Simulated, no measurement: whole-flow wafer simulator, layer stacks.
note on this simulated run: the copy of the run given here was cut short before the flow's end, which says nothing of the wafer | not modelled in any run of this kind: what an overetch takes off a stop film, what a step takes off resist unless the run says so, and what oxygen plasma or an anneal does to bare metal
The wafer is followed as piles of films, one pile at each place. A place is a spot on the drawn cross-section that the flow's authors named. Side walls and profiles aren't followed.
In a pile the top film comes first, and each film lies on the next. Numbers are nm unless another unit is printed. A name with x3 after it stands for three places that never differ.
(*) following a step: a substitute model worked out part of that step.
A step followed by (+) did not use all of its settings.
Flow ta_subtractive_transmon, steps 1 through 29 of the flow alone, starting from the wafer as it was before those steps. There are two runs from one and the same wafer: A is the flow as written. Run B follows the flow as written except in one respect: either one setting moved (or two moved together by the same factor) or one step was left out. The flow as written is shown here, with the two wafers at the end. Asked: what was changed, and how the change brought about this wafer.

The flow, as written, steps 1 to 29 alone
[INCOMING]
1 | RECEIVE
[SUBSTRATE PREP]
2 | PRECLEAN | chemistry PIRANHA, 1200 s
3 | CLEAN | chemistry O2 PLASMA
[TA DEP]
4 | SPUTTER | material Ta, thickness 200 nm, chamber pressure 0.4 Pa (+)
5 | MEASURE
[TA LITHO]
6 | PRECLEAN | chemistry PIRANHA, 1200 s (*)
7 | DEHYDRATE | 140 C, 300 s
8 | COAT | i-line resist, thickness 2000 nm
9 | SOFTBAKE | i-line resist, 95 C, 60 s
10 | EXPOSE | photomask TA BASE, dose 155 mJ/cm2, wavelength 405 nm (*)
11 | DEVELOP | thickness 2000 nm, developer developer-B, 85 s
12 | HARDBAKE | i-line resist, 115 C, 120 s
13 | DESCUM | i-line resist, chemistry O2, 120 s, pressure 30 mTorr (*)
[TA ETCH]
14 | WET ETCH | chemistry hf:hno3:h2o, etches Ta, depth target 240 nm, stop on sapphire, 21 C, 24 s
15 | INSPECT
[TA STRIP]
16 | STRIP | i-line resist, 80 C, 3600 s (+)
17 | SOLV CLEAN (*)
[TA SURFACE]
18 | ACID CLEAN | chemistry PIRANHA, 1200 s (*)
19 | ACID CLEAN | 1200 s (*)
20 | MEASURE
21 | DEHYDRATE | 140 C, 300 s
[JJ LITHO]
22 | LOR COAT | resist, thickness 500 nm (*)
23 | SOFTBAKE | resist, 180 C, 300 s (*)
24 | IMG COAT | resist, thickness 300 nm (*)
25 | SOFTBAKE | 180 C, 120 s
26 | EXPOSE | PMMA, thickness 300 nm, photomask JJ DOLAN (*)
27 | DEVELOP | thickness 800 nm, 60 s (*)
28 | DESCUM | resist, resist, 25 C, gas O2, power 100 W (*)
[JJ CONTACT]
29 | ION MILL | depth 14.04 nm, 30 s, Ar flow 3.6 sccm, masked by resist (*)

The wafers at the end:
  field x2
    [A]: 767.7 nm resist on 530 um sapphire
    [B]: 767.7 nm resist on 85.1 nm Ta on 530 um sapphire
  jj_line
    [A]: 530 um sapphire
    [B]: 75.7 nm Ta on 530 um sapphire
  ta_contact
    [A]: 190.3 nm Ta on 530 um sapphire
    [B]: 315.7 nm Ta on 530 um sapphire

What caused this: step 4, SPUTTER: thickness 325.4 nm was run, though the flow has thickness 200 nm.

How this came from the change, step by step:
  4 | SPUTTER | material Ta, thickness 200 nm, chamber pressure 0.4 Pa (+)
      field x2, jj_line, lead, ta_contact, ta_pad: A +200 Ta (new film) | B +325.4 Ta (new film)
  14 | WET ETCH | chemistry hf:hno3:h2o, etches Ta, depth target 240 nm, stop on sapphire, 21 C, 24 s
      field x2, jj_line, lead: A -200 Ta (all of it) | B -240 Ta
  22 | LOR COAT | resist, thickness 500 nm (*)
      ta_contact: A +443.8 resist (new film) | B +433.7 resist (new film)
  29 | ION MILL | depth 14.04 nm, 30 s, Ar flow 3.6 sccm, masked by resist (*)
      jj_line, lead: A -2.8 sapphire | B -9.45 Ta
With metal films that touch counted as one body, field x2 has 1 body; the flow as written gives 0 bodies.
With metal films that touch counted as one body, jj_line has 1 body; the flow as written gives 0 bodies.
